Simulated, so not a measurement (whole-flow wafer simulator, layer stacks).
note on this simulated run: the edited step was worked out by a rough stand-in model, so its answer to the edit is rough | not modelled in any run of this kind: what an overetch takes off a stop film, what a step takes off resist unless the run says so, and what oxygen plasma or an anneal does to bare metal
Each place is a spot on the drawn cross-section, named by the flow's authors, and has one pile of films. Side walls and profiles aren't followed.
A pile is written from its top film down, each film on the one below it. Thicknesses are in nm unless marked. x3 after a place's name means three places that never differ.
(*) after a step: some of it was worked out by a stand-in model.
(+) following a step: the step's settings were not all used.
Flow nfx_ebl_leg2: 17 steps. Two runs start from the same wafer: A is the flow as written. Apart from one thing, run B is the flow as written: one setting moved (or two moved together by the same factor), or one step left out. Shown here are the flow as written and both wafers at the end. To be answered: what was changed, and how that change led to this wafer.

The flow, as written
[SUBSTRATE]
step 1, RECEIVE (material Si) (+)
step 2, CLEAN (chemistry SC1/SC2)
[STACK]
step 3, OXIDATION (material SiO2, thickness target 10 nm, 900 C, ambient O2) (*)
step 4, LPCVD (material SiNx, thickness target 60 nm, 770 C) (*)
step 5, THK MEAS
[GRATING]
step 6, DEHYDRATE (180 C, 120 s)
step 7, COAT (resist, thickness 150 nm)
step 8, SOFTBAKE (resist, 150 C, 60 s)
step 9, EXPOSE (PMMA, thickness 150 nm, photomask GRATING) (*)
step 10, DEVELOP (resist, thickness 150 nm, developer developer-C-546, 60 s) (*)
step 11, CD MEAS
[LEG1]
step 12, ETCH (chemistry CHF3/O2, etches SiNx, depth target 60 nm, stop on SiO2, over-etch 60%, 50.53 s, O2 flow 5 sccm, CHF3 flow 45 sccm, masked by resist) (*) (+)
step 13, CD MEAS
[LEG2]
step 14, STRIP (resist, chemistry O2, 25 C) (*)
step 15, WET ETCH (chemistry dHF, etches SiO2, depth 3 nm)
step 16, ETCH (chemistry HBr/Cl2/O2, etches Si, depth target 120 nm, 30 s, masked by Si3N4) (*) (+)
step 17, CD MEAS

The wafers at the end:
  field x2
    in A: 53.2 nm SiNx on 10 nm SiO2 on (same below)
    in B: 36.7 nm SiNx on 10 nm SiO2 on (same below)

What caused this: step 4, LPCVD: thickness target 43.5 nm was run, while the flow as written has thickness target 60 nm.

How this came from the change, step by step:
  step 4, LPCVD (material SiNx, thickness target 60 nm, 770 C) (*)
      field x2, pad x2: A SiNx gains 60 (new film) | B SiNx gains 43.5 (new film)
  step 12, ETCH (chemistry CHF3/O2, etches SiNx, depth target 60 nm, stop on SiO2, over-etch 60%, 50.53 s, O2 flow 5 sccm, CHF3 flow 45 sccm, masked by resist) (*) (+)
      pad x2: A SiNx loses 60 (all of it), SiO2 loses 10 (all of it) | B SiNx loses 43.5 (all of it), SiO2 loses 10 (all of it)
